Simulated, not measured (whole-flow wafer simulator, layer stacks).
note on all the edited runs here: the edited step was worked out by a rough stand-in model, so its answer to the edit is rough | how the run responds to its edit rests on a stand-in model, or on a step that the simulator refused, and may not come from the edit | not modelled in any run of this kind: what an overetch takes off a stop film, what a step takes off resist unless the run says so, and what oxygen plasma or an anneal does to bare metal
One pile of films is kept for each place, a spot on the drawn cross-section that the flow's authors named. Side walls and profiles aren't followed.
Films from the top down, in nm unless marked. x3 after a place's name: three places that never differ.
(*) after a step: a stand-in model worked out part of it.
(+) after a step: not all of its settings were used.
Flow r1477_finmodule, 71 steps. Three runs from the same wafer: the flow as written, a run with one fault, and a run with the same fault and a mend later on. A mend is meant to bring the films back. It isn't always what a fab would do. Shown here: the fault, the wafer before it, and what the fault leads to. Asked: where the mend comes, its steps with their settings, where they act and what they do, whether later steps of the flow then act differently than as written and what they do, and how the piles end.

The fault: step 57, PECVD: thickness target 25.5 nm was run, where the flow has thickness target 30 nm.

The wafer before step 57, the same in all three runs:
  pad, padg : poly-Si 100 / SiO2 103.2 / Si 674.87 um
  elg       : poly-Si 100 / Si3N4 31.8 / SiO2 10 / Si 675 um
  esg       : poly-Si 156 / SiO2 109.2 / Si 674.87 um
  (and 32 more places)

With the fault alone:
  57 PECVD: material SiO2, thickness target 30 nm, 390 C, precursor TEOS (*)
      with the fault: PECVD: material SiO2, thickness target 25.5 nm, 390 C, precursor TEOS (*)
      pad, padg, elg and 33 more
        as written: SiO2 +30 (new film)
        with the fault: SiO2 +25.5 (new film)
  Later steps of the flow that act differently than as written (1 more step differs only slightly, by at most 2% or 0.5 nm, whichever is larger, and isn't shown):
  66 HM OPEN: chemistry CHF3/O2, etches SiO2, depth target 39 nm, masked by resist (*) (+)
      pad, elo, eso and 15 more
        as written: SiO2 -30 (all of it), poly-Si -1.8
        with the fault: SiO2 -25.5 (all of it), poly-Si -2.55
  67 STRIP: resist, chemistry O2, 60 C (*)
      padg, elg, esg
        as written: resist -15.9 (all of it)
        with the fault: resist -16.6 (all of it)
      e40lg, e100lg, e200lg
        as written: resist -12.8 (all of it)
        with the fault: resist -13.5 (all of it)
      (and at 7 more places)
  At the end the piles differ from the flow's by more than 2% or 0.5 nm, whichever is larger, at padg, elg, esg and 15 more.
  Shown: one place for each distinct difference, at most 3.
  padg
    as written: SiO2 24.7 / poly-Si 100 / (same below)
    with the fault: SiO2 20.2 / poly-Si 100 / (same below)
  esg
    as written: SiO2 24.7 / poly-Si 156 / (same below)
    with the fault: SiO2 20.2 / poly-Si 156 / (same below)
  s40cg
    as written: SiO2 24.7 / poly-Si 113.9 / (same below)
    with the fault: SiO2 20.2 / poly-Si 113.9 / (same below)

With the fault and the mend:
  The mend comes after step 58.
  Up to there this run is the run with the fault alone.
  58a PECVD: material SiO2, thickness target 4.5 nm, 390 C, precursor TEOS (*) (the flow's step 57 once more, with other settings)
      pad, padg, elg and 33 more
        SiO2 +4.5
  No later step of the flow acts differently than as written at any place that is followed.
  At the end the piles are the same as the flow's at every place that both follow.
